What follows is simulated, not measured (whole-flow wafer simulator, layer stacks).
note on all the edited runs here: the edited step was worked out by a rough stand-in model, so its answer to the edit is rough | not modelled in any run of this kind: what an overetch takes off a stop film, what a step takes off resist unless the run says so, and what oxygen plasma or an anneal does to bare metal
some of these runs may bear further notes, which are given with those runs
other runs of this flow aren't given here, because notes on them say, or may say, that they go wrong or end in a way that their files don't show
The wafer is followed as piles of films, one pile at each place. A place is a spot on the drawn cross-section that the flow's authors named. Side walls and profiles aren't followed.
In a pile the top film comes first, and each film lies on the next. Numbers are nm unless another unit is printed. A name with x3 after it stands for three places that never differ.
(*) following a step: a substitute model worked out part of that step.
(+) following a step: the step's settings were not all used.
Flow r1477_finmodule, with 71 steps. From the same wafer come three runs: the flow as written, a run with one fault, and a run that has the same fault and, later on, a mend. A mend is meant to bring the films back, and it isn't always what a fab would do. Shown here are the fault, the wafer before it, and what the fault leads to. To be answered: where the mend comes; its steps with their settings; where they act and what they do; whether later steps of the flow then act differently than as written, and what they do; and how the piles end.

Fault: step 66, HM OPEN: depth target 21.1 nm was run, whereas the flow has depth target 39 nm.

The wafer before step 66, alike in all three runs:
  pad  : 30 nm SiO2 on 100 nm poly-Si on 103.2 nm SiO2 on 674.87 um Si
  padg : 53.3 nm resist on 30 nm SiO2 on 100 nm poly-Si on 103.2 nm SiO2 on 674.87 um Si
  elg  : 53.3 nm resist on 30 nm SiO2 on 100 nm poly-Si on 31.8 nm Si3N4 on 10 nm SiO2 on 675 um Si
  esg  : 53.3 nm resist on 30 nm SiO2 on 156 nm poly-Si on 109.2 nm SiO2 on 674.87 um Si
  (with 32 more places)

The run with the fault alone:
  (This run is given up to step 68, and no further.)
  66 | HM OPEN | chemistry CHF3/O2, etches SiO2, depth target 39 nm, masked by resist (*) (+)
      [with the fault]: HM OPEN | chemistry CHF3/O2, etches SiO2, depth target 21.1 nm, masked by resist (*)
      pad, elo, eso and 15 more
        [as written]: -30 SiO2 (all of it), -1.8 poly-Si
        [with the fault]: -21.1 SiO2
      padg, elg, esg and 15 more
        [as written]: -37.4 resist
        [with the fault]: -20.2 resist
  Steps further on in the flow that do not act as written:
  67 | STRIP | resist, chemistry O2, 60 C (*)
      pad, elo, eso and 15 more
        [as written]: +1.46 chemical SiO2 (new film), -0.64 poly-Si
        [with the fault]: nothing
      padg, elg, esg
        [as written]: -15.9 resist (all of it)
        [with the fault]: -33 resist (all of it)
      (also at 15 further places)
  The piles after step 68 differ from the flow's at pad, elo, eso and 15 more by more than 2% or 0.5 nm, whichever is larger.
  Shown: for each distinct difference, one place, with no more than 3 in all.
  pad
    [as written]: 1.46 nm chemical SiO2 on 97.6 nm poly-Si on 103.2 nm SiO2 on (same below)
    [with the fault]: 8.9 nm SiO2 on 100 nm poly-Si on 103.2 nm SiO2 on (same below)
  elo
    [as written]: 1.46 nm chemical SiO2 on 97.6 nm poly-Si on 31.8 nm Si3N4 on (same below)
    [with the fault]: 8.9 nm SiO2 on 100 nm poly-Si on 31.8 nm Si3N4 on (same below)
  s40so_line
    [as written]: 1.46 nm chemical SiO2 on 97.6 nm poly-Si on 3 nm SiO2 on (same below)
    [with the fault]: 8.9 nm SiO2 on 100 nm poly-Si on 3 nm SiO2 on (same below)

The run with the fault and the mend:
  The mend follows step 67.
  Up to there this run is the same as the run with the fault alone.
  67a | DEHYDRATE | 150 C, 120 s (a further turn of the flow's step 59)
      does not change any film at any place that is followed
  67b | COAT | resist, thickness 70 nm (*) (a further turn of the flow's step 60)
      e40lg, e100lg, e200lg, elo, e40lo, e100lo, e200lo
        +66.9 resist (new film)
      s40sg, s45sg, s40so, s45so
        +91 resist (new film)
      s40sg_line, s45sg_line, s40so_line, s45so_line
        +68.5 resist (new film)
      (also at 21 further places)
  67c | SOFTBAKE | 180 C, 180 s (*) (a further turn of the flow's step 61)
      does not change any film at any place that is followed
  67d | EXPOSE | resist, photomask GATE (a further turn of the flow's step 62)
      does not change any film at any place that is followed
  67e | DEVELOP (*) (a further turn of the flow's step 63)
      elo, e40lo, e100lo, e200lo
        -66.9 resist (all of it)
      eso, e40so
        -129.5 resist (all of it)
      s40so, s45so
        -91 resist (all of it)
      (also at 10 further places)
  67f | DESCUM | chemistry O2, 20 C, 10 s (*) (a further turn of the flow's step 65)
      padg, elg, esg and 15 more
        -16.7 resist
  67g | HM OPEN | chemistry CHF3/O2, etches SiO2, depth target 17.9 nm, masked by resist (*) (+) (a further turn of the flow's step 66, with different settings)
      pad, elo, eso and 15 more
        -8.9 SiO2 (all of it), -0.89 poly-Si
      padg, elg, esg and 15 more
        -12.8 resist
  67h | STRIP | resist, chemistry O2, 60 C (*) (a further turn of the flow's step 67)
      pad, elo, eso and 15 more
        +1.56 chemical SiO2 (new film), -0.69 poly-Si
      elg, esg
        -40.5 resist (all of it)
      e40lg, e100lg
        -37.3 resist (all of it)
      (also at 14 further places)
  Every later step of the flow that is run acts as written, at every place that is followed, to within 2% or 0.5 nm, whichever is larger.
  When the end is reached, the piles differ only a little from the flow's at the places that both follow, at most by 2% or 0.5 nm, whichever is larger.
